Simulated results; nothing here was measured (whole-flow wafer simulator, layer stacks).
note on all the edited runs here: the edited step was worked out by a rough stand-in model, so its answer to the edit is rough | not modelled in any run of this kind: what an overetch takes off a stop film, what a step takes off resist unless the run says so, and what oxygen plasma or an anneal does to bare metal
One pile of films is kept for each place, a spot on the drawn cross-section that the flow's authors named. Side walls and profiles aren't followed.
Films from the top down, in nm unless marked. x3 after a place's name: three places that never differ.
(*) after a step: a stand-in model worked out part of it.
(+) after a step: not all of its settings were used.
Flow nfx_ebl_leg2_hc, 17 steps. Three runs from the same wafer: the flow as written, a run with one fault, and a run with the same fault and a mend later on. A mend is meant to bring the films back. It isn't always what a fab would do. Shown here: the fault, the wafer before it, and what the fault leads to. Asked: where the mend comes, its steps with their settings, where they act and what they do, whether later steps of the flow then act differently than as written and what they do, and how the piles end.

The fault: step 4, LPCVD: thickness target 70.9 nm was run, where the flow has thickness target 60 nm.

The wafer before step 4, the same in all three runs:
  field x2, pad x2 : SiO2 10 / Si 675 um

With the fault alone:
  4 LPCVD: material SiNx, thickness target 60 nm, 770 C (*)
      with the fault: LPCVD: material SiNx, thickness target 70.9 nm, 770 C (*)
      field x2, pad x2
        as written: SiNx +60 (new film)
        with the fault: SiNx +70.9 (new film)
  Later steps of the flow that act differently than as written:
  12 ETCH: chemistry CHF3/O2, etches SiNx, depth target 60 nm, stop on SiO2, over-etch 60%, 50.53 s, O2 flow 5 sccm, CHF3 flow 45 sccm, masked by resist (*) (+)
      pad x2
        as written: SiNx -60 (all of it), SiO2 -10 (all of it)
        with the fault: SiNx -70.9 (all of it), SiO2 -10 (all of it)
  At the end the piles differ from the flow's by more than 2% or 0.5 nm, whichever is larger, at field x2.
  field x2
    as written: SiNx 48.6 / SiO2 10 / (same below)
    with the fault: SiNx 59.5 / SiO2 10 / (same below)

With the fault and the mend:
  The mend comes after step 5.
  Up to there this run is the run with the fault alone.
  5a ETCH: chemistry h3po4, depth target 10.9 nm
      field x2, pad x2
        SiNx -10.9
  No later step of the flow acts differently than as written at any place that is followed.
  At the end the piles are the same as the flow's at every place that both follow.
